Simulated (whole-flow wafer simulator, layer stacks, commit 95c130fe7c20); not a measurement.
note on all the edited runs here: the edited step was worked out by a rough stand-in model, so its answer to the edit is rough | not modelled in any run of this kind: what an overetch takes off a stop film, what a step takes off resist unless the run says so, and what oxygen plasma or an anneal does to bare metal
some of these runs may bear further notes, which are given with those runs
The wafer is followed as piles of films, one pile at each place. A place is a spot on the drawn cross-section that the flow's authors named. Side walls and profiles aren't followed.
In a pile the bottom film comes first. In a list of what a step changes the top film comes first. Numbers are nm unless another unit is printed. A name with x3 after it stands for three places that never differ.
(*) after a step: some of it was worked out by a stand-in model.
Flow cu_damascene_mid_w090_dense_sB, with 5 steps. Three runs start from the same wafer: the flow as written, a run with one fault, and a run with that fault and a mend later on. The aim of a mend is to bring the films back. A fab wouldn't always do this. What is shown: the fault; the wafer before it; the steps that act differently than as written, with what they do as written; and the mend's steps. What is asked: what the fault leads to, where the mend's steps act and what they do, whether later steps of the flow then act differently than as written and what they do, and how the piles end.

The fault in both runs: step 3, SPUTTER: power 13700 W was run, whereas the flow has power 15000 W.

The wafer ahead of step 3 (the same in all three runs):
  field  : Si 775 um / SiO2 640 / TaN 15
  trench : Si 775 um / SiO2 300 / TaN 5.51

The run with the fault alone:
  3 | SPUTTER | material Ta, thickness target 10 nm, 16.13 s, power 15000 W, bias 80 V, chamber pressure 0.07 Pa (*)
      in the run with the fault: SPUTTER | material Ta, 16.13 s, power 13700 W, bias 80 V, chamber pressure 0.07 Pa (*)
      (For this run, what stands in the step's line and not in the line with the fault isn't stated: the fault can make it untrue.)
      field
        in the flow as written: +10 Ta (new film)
        in the run with the fault: +9.13 Ta (new film)
  Later steps of the flow that are run all act as written at every place that is followed, up to a difference of at most 2% or 0.5 nm, whichever is larger.
  By the end, the piles at field depart from the flow's by more than 2% or 0.5 nm, whichever is larger.
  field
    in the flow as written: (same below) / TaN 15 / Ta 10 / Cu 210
    in the run with the fault: (same below) / TaN 15 / Ta 9.13 / Cu 210

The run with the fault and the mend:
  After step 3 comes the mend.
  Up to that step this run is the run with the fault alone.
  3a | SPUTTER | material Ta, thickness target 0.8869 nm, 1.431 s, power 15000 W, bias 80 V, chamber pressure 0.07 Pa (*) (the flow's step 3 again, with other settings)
      field
        +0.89 Ta
      trench
        +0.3 Ta
  Later steps of the flow that are run all act as written at every place that is followed, up to a difference of at most 2% or 0.5 nm, whichever is larger.
  When the end is reached, the piles differ only a little from the flow's at the places that both follow, at most by 2% or 0.5 nm, whichever is larger.
